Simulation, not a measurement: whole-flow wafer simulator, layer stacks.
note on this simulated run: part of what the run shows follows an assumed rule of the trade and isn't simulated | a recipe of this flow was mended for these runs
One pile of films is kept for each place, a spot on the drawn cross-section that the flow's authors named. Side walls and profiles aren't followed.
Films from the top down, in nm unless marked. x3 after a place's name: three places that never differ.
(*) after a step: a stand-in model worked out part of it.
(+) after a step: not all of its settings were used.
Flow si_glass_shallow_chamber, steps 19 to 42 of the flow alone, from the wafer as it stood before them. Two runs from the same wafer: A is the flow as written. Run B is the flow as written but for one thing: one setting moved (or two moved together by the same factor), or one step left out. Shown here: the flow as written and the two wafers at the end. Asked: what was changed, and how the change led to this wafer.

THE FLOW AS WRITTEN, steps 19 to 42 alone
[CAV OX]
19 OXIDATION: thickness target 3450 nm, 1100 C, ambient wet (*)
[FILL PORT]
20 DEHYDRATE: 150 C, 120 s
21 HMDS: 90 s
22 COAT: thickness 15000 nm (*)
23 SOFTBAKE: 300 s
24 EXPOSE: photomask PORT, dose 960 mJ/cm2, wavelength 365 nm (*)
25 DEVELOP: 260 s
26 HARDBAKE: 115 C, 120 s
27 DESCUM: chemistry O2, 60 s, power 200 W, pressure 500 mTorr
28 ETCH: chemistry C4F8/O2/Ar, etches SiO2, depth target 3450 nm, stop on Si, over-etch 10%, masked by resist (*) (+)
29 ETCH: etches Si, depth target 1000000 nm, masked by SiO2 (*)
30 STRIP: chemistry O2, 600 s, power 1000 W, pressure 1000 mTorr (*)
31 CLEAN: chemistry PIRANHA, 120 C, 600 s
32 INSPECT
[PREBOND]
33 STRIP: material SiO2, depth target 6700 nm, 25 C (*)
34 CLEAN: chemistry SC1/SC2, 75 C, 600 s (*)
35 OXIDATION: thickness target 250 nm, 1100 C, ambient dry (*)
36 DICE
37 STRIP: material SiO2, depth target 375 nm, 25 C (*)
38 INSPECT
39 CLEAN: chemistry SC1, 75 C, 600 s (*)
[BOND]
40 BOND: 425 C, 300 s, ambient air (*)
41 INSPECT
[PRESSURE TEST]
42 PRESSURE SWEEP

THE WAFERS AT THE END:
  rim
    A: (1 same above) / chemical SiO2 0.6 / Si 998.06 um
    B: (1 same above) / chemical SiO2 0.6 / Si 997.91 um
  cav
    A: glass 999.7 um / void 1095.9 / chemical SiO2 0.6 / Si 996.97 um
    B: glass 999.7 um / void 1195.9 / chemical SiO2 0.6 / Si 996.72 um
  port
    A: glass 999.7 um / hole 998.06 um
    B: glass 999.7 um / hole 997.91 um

The cause: step 19, OXIDATION: thickness target 4019 nm was run, where the flow has thickness target 3450 nm.

How the change led to this, step by step:
  19 OXIDATION: thickness target 3450 nm, 1100 C, ambient wet (*)
      rim, ramp, septum, ring: A SiO2 +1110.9, Si -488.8 | B SiO2 +1452.8, Si -639.2
      cav, port: A SiO2 +3450 (new film), chemical SiO2 -0.6 (all of it), Si -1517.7 | B SiO2 +4019 (new film), chemical SiO2 -0.6 (all of it), Si -1768.1
  22 COAT: thickness 15000 nm (*)
      rim: A thick-i-line-resist +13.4 um (new film) | B thick-i-line-resist +13.45 um (new film)
      ramp: A thick-i-line-resist +12.89 um (new film) | B thick-i-line-resist +12.96 um (new film)
      (and at 3 more places)
  23 SOFTBAKE: 300 s
      rim: A thick-i-line-resist -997 | B thick-i-line-resist -961.2
      ramp: A thick-i-line-resist -487.1 | B thick-i-line-resist -468.2
      (and at 4 more places)
  25 DEVELOP: 260 s
      port: A thick-i-line-resist -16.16 um (all of it) | B thick-i-line-resist -16.12 um (all of it)
  28 ETCH: chemistry C4F8/O2/Ar, etches SiO2, depth target 3450 nm, stop on Si, over-etch 10%, masked by resist (*) (+)
      port: A SiO2 -3450 (all of it), Si -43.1 | B SiO2 -3795
  29 ETCH: etches Si, depth target 1000000 nm, masked by SiO2 (*)
      port: A hole +997.05 um (new film), Si -997.05 um (all of it) | B hole +997.06 um (new film), SiO2 -224 (all of it), Si -996.84 um (all of it)
      rim, ramp: A thick-i-line-resist -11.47 um (all of it), SiO2 -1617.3 | B thick-i-line-resist -11.56 um (all of it), SiO2 -1570.9
      (and at 2 more places)
  30 STRIP: chemistry O2, 600 s, power 1000 W, pressure 1000 mTorr (*)
      cav: A thick-i-line-resist -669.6 (all of it) | B thick-i-line-resist -630.9 (all of it)
  33 STRIP: material SiO2, depth target 6700 nm, 25 C (*)
      rim, ramp: A SiO2 -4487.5 (all of it) | B SiO2 -4875.8 (all of it)
      cav: A SiO2 -3450 (all of it) | B SiO2 -4019 (all of it)
      (and at 2 more places)
  40 BOND: 425 C, 300 s, ambient air (*)
      cav: A glass +999.7 um (new film), void +1095.9 (new film) | B glass +999.7 um (new film), void +1195.9 (new film)
      port: A glass +999.7 um (new film), hole +1017.3 | B glass +999.7 um (new film), hole +850.1
